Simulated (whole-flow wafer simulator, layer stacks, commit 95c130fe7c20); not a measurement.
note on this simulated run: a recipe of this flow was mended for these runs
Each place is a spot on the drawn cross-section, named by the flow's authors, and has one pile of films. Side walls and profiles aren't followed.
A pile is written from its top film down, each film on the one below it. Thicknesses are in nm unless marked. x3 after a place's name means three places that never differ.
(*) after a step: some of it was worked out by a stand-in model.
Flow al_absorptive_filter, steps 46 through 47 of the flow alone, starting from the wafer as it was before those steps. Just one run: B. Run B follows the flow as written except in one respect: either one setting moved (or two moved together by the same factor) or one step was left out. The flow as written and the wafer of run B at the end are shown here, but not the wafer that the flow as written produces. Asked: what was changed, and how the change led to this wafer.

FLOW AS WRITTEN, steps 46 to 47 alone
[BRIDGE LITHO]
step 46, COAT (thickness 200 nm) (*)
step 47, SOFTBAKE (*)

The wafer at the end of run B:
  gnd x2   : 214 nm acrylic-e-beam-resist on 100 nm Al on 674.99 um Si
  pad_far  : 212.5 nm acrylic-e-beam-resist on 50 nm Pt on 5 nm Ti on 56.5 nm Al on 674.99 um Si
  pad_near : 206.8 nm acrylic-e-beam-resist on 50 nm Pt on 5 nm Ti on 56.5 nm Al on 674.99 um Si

The reason: step 46, COAT: thickness 214 nm was run, while the flow as written has thickness 200 nm.
The wafer itself shows it: gnd x2 has acrylic-e-beam-resist 214, and step 46 as written asks for 200 nm.

How this came from the change, step by step:
  step 46, COAT (thickness 200 nm) (*)
      gnd x2, idc_field: acrylic-e-beam-resist gains 214 (new film) (it would be, as written: acrylic-e-beam-resist gains 200 (new film))
      pad_far: acrylic-e-beam-resist gains 212.5 (new film) (it would be, as written: acrylic-e-beam-resist gains 198.5 (new film))
      (also at 10 further places)
